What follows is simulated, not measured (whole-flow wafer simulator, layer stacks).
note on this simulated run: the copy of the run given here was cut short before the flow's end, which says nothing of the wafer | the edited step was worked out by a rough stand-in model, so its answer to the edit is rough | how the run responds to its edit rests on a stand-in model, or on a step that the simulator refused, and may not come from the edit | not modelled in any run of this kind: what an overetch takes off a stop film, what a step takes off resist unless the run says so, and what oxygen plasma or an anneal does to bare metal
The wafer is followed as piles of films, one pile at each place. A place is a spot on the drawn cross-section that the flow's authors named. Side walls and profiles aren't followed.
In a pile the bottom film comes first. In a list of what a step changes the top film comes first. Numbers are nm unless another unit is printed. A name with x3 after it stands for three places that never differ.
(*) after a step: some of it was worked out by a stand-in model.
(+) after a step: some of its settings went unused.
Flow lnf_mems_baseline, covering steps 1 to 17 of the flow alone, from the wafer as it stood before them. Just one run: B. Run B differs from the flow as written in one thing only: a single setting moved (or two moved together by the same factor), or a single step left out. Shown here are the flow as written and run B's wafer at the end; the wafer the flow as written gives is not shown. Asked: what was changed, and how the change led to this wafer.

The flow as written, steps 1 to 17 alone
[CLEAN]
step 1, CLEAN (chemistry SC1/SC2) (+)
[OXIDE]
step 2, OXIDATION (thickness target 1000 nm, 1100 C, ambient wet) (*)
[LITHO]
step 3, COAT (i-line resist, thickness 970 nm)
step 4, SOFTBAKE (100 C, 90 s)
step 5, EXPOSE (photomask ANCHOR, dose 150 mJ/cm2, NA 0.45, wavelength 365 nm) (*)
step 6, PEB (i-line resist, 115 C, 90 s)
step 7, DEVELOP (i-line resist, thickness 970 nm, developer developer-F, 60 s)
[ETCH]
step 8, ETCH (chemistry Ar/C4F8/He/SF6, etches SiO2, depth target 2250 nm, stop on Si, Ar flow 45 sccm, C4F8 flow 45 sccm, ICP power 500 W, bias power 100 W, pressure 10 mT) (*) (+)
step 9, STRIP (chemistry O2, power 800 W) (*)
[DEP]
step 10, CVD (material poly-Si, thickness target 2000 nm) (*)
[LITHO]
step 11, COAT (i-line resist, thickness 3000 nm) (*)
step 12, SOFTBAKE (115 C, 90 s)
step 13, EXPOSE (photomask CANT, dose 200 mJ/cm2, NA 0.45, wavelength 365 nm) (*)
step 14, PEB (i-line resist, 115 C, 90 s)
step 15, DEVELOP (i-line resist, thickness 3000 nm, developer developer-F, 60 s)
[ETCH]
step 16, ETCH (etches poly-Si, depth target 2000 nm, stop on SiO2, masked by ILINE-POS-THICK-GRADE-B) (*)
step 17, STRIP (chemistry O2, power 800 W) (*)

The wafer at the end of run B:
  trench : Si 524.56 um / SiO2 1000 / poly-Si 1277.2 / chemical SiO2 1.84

Cause: step 16, ETCH: depth target 722 nm was run, whereas the flow has depth target 2000 nm.

Step by step, how the change led to this:
  step 16, ETCH (etches poly-Si, depth target 2000 nm, stop on SiO2, masked by ILINE-POS-THICK-GRADE-B) (*)
      trench, char_slit: poly-Si loses 722 (it would be, as written: poly-Si loses 2000 (all of it))
      field, anchor, beam: i-line resist loses 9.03 (it would be, as written: i-line resist loses 25)
  step 17, STRIP (chemistry O2, power 800 W) (*)
      trench, char_slit: chemical SiO2 gains 1.84 (new film), poly-Si loses 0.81 (it would be, as written: nothing)
